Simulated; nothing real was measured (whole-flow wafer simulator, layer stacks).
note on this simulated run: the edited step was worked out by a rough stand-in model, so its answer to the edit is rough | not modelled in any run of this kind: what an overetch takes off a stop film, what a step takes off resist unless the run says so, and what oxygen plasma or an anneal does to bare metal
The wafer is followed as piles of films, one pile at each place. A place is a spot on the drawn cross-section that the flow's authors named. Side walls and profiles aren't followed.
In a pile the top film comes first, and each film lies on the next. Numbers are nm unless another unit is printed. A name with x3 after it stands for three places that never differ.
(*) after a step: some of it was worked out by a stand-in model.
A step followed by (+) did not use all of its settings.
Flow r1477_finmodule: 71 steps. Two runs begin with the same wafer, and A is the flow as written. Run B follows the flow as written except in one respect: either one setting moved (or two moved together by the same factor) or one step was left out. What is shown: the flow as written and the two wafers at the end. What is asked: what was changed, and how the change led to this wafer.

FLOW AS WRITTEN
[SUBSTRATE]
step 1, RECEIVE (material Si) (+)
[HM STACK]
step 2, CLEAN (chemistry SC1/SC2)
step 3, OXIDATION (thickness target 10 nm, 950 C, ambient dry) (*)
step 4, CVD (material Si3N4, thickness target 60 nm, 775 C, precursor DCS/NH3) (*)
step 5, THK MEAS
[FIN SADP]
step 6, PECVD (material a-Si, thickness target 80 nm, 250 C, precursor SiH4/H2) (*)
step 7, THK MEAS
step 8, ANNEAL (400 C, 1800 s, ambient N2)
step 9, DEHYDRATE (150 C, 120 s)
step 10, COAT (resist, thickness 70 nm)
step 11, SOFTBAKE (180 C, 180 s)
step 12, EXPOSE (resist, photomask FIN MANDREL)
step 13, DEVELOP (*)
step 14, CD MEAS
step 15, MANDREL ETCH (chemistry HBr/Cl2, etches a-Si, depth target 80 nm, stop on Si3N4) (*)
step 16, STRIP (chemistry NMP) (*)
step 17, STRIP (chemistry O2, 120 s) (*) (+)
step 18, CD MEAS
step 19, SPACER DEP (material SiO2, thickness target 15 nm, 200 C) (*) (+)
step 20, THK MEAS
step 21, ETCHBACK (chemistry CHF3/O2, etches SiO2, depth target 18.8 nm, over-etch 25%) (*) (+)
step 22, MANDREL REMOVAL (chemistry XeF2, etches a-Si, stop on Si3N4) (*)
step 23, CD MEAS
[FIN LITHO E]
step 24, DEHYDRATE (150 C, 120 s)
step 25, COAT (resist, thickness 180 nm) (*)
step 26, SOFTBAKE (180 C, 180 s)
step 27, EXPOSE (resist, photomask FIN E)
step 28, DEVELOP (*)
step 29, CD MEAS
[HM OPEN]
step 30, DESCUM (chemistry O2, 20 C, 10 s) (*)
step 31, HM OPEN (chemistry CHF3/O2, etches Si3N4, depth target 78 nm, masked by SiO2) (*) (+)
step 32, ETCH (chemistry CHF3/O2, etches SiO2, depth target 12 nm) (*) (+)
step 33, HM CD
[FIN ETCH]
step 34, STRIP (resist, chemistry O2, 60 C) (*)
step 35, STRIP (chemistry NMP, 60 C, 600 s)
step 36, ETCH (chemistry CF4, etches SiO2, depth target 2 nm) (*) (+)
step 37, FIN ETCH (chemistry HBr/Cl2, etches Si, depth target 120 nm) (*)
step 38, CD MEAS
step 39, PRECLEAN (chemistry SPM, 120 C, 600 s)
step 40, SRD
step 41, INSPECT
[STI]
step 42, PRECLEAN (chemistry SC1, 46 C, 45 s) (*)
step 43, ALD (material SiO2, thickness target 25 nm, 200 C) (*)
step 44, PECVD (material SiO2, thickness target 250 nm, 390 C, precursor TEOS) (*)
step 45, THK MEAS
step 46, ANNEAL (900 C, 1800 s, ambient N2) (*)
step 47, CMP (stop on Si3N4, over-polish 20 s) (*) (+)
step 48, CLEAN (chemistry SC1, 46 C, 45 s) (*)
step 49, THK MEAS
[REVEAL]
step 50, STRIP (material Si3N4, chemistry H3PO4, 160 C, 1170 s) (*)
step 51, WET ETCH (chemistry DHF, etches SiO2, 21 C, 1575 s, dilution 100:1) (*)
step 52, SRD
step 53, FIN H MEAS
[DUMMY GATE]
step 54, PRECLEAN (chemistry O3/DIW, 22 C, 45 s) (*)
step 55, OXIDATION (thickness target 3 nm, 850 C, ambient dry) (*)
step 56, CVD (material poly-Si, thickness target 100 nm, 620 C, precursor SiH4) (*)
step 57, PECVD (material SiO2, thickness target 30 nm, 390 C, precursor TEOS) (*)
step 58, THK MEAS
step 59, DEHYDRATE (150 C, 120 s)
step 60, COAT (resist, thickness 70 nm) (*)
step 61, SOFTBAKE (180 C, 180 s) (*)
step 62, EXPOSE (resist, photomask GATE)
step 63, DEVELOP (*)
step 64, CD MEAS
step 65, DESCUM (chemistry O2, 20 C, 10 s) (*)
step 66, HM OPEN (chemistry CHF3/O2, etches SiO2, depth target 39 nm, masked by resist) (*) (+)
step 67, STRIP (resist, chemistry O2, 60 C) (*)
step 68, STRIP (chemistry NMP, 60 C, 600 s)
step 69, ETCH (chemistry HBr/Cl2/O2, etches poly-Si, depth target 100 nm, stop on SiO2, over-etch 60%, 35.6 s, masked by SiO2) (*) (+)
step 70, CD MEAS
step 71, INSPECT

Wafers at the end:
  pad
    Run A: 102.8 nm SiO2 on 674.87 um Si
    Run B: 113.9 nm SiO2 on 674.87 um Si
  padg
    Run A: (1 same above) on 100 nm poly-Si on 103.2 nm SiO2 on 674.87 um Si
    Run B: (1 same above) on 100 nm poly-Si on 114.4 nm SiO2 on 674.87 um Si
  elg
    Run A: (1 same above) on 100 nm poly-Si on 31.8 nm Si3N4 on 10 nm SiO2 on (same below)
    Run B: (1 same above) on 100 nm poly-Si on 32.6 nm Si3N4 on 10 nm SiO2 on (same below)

What caused this: step 51, WET ETCH: 1370 s was run, though the flow has 1575 s.

Step by step, how the change led to this:
  step 51, WET ETCH (chemistry DHF, etches SiO2, 21 C, 1575 s, dilution 100:1) (*)
      pad, padg, e40sg and 12 more: A -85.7 SiO2 | B -74.5 SiO2
      elg, e40lg, e100lg, e200lg, elo, e40lo, e100lo, e200lo: A -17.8 SiO2 (all of it), -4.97 Si3N4 | B -17.8 SiO2 (all of it), -4.13 Si3N4
      (also at 7 further places)
  step 56, CVD (material poly-Si, thickness target 100 nm, 620 C, precursor SiH4) (*)
      s40cg, s40co: A +113.9 poly-Si (new film) | B +103.6 poly-Si (new film)
      s45cg, s45co: A +113.4 poly-Si (new film) | B +103.1 poly-Si (new film)
      (also at 3 further places)
  step 60, COAT (resist, thickness 70 nm) (*)
      e40sg, eso, e40so: A +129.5 resist (new film) | B +119.7 resist (new film)
      e100sg, e100so: A +129.4 resist (new film) | B +119.6 resist (new film)
      (also at 8 further places)
  step 63, DEVELOP (*)
      eso, e40so: A -129.5 resist (all of it) | B -119.7 resist (all of it)
      e100so: A -129.4 resist (all of it) | B -119.6 resist (all of it)
      (also at 4 further places)
  step 67, STRIP (resist, chemistry O2, 60 C) (*)
      e40sg: A -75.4 resist (all of it) | B -65.6 resist (all of it)
      e100sg: A -75.3 resist (all of it) | B -65.5 resist (all of it)
      (also at 4 further places)
  step 69, ETCH (chemistry HBr/Cl2/O2, etches poly-Si, depth target 100 nm, stop on SiO2, over-etch 60%, 35.6 s, masked by SiO2) (*) (+)
      s40co: A -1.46 chemical SiO2 (all of it), -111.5 poly-Si (all of it), -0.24 SiO2 | B -1.41 chemical SiO2 (all of it), -101.2 poly-Si (all of it), -0.29 SiO2
      s45co: A -1.46 chemical SiO2 (all of it), -110.9 poly-Si (all of it), -0.25 SiO2 | B -1.41 chemical SiO2 (all of it), -100.7 poly-Si (all of it), -0.3 SiO2
      (also at 1 further place)
